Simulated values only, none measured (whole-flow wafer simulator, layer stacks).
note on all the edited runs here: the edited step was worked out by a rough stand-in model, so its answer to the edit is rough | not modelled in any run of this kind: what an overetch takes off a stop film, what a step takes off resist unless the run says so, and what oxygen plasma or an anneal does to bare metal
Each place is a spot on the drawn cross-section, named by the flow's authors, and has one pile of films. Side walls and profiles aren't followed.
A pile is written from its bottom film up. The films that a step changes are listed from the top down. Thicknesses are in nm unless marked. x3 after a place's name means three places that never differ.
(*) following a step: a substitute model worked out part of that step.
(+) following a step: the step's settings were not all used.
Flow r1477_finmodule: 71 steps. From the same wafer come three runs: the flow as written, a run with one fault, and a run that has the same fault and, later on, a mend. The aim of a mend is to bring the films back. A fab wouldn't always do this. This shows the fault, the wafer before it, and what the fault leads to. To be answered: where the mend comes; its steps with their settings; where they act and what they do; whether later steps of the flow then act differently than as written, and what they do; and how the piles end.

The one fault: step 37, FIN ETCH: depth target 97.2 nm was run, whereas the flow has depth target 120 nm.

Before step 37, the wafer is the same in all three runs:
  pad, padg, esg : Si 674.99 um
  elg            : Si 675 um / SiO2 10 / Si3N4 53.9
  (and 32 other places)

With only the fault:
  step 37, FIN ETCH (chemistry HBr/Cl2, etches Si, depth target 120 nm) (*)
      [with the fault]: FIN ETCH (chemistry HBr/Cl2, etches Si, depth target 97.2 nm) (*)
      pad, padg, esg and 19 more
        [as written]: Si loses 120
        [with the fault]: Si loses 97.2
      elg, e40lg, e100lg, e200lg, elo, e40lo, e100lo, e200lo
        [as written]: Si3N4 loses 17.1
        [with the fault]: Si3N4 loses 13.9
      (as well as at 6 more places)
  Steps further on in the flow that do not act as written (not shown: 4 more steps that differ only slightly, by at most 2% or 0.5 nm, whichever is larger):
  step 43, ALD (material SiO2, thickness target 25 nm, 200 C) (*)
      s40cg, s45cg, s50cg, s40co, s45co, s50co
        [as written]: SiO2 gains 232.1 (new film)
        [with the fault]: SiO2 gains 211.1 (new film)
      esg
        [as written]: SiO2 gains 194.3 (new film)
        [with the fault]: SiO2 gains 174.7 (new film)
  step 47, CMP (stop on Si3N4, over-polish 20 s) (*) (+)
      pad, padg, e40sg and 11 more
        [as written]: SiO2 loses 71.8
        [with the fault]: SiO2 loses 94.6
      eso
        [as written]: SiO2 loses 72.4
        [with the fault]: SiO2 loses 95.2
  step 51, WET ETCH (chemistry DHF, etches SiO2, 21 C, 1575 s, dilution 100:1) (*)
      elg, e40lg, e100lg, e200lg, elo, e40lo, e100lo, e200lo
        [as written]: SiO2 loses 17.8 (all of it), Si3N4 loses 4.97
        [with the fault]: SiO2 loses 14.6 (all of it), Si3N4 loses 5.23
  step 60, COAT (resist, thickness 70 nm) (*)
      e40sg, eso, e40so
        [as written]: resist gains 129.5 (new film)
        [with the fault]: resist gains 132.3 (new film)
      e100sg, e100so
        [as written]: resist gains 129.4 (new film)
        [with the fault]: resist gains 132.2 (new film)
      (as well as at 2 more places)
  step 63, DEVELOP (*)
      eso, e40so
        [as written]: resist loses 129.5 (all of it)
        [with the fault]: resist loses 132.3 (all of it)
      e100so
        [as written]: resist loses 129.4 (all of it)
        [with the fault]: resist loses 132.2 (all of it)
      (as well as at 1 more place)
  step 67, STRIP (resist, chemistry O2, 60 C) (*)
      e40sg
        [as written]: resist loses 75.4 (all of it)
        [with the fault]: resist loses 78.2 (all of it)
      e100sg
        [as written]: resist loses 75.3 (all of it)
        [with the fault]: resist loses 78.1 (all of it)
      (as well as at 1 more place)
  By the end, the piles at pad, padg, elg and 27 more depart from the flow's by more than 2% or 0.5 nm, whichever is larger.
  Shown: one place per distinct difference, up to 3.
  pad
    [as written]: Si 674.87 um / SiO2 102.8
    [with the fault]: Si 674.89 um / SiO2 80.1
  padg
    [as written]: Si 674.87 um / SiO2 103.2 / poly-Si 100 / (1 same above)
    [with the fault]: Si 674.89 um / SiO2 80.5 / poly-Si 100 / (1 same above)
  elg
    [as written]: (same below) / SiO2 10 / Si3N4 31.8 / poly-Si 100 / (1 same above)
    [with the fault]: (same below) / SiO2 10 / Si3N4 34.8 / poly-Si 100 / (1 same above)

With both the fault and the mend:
  The mend stands after step 38.
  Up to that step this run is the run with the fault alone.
  step 38a, FIN ETCH (chemistry HBr/Cl2, etches Si, depth target 22.8 nm) (*) (the flow's step 37, run once more with other settings)
      pad, padg, esg and 19 more
        Si loses 22.8
      elg, e40lg, e100lg, e200lg, elo, e40lo, e100lo, e200lo
        Si3N4 loses 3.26
      s40sg_line, s45sg_line, s50sg_line, s40so_line, s45so_line, s50so_line
        SiO2 loses 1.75
  Every later step of the flow that is run acts as written at every place that is followed.
  By the end, the piles equal the flow's at every place that both follow.
